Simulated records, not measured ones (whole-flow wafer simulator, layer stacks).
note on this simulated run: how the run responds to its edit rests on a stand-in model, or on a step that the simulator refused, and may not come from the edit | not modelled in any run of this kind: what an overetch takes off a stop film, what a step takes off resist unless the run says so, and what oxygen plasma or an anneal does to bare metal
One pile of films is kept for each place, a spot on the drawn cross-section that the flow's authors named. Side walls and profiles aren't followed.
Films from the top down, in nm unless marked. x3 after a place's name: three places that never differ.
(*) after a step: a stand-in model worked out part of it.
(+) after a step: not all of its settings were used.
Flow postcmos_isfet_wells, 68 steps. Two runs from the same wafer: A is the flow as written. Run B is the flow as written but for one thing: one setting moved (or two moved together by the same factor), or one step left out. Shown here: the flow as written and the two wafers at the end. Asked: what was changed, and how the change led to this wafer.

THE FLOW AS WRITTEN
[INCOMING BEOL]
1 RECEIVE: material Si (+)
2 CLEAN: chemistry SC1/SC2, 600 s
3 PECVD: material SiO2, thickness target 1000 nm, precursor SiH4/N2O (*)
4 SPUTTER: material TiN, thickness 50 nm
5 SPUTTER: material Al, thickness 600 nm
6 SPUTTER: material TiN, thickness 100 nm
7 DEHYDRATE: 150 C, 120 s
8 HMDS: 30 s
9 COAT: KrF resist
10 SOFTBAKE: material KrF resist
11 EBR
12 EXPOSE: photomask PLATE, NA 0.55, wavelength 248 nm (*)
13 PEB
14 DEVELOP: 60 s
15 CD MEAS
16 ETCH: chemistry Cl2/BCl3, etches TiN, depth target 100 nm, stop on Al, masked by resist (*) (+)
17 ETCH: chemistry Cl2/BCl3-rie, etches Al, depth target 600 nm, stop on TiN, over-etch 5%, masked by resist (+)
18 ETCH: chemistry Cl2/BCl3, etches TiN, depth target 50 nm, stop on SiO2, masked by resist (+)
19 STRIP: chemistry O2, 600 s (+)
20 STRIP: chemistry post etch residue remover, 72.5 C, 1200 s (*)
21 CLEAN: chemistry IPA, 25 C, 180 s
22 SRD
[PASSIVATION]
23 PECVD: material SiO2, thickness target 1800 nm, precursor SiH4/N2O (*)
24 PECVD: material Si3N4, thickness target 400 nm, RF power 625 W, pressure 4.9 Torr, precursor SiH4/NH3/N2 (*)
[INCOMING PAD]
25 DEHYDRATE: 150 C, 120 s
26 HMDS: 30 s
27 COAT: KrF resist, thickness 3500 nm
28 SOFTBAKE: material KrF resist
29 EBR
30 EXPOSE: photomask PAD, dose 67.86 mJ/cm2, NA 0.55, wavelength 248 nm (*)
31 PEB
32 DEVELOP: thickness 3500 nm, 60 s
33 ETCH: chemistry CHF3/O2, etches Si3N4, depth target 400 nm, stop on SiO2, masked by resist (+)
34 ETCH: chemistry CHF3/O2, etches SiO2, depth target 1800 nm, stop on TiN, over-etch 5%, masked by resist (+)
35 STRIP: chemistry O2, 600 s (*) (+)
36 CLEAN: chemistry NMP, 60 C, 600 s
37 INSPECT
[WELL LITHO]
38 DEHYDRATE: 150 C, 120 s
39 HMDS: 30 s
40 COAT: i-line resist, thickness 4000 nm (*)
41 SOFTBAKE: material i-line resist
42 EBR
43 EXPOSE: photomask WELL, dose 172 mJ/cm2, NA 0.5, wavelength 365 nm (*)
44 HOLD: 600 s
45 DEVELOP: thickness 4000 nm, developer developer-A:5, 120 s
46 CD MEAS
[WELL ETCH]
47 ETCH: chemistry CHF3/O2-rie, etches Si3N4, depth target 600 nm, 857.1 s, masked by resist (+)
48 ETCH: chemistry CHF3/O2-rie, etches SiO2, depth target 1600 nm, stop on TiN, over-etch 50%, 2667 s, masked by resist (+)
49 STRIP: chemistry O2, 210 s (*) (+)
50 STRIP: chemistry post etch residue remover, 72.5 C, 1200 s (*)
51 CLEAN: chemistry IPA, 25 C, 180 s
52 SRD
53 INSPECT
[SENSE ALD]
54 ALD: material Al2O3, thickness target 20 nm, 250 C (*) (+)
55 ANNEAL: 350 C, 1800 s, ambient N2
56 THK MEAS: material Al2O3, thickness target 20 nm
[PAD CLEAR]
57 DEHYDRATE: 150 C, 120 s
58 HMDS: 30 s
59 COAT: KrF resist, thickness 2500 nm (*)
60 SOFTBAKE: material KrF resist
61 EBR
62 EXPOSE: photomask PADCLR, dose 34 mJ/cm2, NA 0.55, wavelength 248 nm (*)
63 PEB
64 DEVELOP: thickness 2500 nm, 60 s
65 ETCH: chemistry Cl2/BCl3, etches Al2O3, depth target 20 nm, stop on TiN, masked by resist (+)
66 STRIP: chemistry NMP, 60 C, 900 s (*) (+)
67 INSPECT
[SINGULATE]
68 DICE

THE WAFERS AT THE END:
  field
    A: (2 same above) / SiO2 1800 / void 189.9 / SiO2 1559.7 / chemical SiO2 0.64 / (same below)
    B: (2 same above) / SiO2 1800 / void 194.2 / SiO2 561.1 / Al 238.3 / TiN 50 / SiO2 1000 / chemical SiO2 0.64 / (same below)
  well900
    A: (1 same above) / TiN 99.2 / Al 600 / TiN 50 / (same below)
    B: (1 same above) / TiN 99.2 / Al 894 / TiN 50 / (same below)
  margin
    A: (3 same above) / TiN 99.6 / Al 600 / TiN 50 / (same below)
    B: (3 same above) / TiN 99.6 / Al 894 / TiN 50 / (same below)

The cause: step 5, SPUTTER: thickness 894 nm was run, where the flow has thickness 600 nm.
It can be read off the wafer: well900 has Al 894, and step 5 as written asks for 600 nm.

How the change led to this, step by step:
  5 SPUTTER: material Al, thickness 600 nm
      field, margin, well900, well1300 x3, pad_rim, pad_clr, pad_open: A Al +600 (new film) | B Al +894 (new film)
  17 ETCH: chemistry Cl2/BCl3-rie, etches Al, depth target 600 nm, stop on TiN, over-etch 5%, masked by resist (+)
      field: A Al -600 (all of it) | B Al -600
  18 ETCH: chemistry Cl2/BCl3, etches TiN, depth target 50 nm, stop on SiO2, masked by resist (+)
      field: A TiN -50 (all of it) | B Al -50
  20 STRIP: chemistry post etch residue remover, 72.5 C, 1200 s (*)
      field: A nothing | B Al -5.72
  23 PECVD: material SiO2, thickness target 1800 nm, precursor SiH4/N2O (*)
      field: A SiO2 +1800 (new film), void +189.9 (new film), SiO2 +559.7 | B SiO2 +1800 (new film), void +194.2 (new film), SiO2 +561.1 (new film)
Counting metal films that touch as one body, field has 1 body; the flow as written gives 0 bodies.
